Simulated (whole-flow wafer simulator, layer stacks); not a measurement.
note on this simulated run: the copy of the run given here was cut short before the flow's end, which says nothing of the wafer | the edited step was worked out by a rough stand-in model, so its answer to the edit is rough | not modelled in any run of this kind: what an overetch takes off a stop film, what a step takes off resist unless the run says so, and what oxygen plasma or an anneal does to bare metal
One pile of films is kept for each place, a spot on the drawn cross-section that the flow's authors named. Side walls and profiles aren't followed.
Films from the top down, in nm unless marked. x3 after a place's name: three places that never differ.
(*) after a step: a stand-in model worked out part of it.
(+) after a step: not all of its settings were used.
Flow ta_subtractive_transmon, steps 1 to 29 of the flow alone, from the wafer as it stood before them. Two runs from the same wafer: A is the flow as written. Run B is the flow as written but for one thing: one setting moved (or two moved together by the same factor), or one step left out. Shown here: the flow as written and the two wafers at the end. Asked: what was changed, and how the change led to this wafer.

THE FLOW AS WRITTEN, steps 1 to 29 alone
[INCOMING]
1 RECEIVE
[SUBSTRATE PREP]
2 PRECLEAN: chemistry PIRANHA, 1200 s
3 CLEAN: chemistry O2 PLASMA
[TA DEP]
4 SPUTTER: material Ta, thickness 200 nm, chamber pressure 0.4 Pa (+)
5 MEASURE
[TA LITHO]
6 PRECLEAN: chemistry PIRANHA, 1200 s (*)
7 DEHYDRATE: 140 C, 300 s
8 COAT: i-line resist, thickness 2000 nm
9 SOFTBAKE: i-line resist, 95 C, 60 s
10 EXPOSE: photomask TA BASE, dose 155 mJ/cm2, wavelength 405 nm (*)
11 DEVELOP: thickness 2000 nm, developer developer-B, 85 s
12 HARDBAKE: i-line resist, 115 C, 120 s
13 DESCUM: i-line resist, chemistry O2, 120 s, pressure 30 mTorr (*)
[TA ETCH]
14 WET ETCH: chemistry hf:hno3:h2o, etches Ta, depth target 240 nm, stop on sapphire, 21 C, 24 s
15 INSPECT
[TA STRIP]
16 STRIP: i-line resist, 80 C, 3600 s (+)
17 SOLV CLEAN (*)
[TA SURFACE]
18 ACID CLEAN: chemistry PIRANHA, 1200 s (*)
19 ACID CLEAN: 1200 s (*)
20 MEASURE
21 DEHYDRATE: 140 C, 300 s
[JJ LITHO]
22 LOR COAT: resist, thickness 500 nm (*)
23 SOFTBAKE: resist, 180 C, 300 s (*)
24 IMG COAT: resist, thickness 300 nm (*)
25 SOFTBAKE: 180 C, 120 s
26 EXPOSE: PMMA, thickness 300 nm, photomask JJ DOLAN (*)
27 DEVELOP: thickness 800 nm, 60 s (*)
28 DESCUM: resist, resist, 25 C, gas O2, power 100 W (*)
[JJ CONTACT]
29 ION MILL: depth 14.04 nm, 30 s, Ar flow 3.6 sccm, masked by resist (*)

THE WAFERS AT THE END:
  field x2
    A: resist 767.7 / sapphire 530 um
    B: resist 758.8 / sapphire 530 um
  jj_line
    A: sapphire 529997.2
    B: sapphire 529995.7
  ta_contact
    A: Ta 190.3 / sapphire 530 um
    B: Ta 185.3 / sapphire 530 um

The cause: step 29, ION MILL: 45.8 s was run, where the flow has 30 s.

How the change led to this, step by step:
  29 ION MILL: depth 14.04 nm, 30 s, Ar flow 3.6 sccm, masked by resist (*)
      field x2, ta_pad: A resist -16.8 | B resist -25.6
      jj_line, lead: A sapphire -2.8 | B sapphire -4.27
      (and at 1 more place)
